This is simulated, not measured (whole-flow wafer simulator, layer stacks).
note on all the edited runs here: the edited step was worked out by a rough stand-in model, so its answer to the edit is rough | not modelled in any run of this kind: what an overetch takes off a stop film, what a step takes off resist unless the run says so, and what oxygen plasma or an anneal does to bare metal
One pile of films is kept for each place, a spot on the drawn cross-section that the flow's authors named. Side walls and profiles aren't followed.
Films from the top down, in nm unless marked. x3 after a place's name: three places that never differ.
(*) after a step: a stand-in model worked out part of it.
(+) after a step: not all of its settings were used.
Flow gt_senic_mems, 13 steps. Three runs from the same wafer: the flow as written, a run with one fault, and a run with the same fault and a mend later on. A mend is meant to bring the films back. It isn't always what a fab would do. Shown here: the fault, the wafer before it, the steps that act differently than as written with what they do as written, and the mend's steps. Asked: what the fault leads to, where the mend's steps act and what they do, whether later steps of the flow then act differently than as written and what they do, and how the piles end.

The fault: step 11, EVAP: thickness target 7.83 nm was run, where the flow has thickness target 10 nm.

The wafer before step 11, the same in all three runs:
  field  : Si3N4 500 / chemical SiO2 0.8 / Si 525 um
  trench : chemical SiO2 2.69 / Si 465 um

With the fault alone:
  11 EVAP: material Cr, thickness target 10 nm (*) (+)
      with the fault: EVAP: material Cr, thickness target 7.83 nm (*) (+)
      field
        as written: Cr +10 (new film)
        with the fault: Cr +7.83 (new film)
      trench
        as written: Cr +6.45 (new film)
        with the fault: Cr +5.06 (new film)
  No later step of the flow acts differently than as written at any place that is followed.
  At the end the piles differ from the flow's by more than 2% or 0.5 nm, whichever is larger, at field, trench.
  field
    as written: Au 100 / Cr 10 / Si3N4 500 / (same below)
    with the fault: Au 100 / Cr 7.83 / Si3N4 500 / (same below)
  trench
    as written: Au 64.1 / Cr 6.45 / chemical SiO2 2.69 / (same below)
    with the fault: Au 64.1 / Cr 5.06 / chemical SiO2 2.69 / (same below)

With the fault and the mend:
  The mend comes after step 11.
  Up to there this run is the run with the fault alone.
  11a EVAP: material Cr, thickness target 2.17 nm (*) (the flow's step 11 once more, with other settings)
      field
        Cr +2.17
      trench
        Cr +1.4
  No later step of the flow acts differently than as written at any place that is followed.
  At the end the piles differ from the flow's only slightly at the places that both follow, by at most 2% or 0.5 nm, whichever is larger.
